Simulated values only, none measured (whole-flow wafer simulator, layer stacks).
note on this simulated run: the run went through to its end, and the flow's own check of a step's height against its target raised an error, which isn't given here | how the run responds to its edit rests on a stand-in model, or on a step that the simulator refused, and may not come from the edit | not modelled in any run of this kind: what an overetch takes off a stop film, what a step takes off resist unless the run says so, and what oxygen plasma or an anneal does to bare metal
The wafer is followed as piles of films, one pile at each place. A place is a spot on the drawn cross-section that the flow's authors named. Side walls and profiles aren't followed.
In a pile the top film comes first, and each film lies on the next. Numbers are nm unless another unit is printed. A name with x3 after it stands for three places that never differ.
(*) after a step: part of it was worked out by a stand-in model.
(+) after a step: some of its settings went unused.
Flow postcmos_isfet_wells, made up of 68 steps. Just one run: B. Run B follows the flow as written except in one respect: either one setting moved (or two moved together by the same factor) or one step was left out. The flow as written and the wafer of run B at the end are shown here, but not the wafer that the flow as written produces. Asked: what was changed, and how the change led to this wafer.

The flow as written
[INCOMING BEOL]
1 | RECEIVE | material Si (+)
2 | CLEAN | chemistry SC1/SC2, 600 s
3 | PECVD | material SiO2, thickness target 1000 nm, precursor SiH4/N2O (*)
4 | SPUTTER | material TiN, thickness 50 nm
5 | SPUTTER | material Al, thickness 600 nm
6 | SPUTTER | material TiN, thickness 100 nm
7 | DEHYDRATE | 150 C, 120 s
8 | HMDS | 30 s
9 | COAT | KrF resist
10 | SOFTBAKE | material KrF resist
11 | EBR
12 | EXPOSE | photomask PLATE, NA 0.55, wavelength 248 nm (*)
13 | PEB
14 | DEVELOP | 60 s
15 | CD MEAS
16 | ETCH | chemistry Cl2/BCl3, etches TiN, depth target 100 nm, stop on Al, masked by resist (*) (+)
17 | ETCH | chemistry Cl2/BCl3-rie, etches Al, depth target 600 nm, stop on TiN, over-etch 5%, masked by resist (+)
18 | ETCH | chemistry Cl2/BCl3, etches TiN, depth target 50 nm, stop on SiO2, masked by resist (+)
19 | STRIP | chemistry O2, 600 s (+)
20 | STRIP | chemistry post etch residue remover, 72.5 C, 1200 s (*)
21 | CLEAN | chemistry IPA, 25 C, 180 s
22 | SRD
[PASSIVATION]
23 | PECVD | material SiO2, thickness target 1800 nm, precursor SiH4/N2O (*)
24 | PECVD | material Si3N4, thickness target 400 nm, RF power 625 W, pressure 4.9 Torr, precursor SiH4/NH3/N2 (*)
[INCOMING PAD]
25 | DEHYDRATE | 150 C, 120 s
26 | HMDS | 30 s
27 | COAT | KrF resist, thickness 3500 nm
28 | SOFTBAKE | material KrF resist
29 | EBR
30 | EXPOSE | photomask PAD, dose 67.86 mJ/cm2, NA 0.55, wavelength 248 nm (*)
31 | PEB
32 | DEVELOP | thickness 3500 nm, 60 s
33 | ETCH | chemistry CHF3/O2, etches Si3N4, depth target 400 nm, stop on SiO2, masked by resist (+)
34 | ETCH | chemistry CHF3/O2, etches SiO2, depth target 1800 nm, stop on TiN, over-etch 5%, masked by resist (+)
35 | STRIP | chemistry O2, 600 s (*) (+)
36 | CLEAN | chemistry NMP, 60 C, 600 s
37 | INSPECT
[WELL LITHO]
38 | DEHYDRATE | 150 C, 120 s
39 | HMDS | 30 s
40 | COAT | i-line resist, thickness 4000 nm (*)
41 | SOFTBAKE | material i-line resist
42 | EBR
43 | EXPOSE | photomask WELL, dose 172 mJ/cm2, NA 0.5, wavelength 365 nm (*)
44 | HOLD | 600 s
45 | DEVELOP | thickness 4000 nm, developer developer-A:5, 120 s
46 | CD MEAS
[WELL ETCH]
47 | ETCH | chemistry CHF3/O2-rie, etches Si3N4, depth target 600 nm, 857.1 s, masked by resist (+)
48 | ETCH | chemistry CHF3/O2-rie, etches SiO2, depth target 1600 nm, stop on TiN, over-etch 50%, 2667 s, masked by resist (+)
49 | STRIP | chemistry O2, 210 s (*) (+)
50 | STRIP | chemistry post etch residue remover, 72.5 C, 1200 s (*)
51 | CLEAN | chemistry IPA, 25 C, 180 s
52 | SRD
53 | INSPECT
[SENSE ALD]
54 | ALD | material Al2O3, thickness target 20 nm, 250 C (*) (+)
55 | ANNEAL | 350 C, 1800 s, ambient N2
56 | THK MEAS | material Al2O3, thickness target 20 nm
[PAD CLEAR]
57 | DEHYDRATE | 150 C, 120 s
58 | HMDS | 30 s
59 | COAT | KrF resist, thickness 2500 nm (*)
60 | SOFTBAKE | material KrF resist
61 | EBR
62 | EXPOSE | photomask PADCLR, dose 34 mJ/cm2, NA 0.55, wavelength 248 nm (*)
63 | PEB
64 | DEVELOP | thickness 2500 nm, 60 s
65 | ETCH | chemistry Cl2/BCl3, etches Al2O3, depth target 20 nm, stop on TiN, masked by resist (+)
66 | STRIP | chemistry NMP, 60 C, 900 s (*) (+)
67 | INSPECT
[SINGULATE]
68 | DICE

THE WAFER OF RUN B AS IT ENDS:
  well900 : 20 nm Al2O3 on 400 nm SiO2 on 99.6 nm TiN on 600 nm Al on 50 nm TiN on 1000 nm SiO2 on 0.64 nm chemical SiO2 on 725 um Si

What caused this: step 48, ETCH: depth target 800 nm was run, whereas the flow has depth target 1600 nm; step 48, ETCH: 1333 s was run, where the flow has 2667 s.

How this came from the change, step by step:
  48 | ETCH | chemistry CHF3/O2-rie, etches SiO2, depth target 1600 nm, stop on TiN, over-etch 50%, 2667 s, masked by resist (+)
      well900, well1300 x3: SiO2 loses 1200 (it would be, as written: SiO2 loses 1600 (all of it))
      field, margin, pad_rim, pad_clr, pad_open: i-line resist loses 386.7 (it would be, as written: i-line resist loses 773.3)
  49 | STRIP | chemistry O2, 210 s (*) (+)
      field, margin, pad_rim: i-line resist loses 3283 (all of it) (it would be, as written: i-line resist loses 2896.3 (all of it))
      pad_clr: i-line resist loses 2383.2 (all of it) (it would be, as written: i-line resist loses 1996.5 (all of it))
      (as well as at 1 more place)
  59 | COAT | KrF resist, thickness 2500 nm (*)
      field: KrF resist gains 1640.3 (new film) (it would be, as written: KrF resist gains 1449 (new film))
      margin: KrF resist gains 1640.2 (new film) (it would be, as written: KrF resist gains 1448.9 (new film))
  63 | PEB
      field, margin: KrF resist loses 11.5 (it would be, as written: KrF resist loses 10.1)
  66 | STRIP | chemistry NMP, 60 C, 900 s (*) (+)
      field, margin: KrF resist loses 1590 (all of it) (it would be, as written: KrF resist loses 1400.1 (all of it))
